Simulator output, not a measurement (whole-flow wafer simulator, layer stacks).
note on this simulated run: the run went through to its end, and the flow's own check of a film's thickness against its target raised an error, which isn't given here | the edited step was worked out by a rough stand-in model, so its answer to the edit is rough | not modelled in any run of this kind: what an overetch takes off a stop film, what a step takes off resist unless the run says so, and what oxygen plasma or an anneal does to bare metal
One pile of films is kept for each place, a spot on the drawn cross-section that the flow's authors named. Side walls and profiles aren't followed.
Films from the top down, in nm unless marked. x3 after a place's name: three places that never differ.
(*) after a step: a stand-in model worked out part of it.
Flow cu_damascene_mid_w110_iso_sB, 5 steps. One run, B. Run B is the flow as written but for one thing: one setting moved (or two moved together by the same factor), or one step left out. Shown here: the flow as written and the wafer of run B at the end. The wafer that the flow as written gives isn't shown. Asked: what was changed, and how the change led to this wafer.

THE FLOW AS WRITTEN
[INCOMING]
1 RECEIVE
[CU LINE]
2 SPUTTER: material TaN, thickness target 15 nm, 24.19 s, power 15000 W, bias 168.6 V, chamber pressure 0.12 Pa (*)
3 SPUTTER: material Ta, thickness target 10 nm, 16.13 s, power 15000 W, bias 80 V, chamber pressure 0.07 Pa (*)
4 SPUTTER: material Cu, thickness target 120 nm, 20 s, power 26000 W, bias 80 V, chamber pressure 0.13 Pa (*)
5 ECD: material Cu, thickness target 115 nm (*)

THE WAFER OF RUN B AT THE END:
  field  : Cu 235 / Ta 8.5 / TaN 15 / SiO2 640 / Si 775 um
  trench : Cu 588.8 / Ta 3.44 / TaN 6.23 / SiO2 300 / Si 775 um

The cause: step 3, SPUTTER: thickness target 8.5 nm was run, where the flow has thickness target 10 nm; step 3, SPUTTER: 13.71 s was run, where the flow has 16.13 s.
It can be read off the wafer: field has Ta 8.5, and step 3 as written asks for 10 nm.

How the change led to this, step by step:
  3 SPUTTER: material Ta, thickness target 10 nm, 16.13 s, power 15000 W, bias 80 V, chamber pressure 0.07 Pa (*)
      field: Ta +8.5 (new film) (as written it would be: Ta +10 (new film))
      trench: Ta +3.44 (new film) (as written it would be: Ta +4.05 (new film))
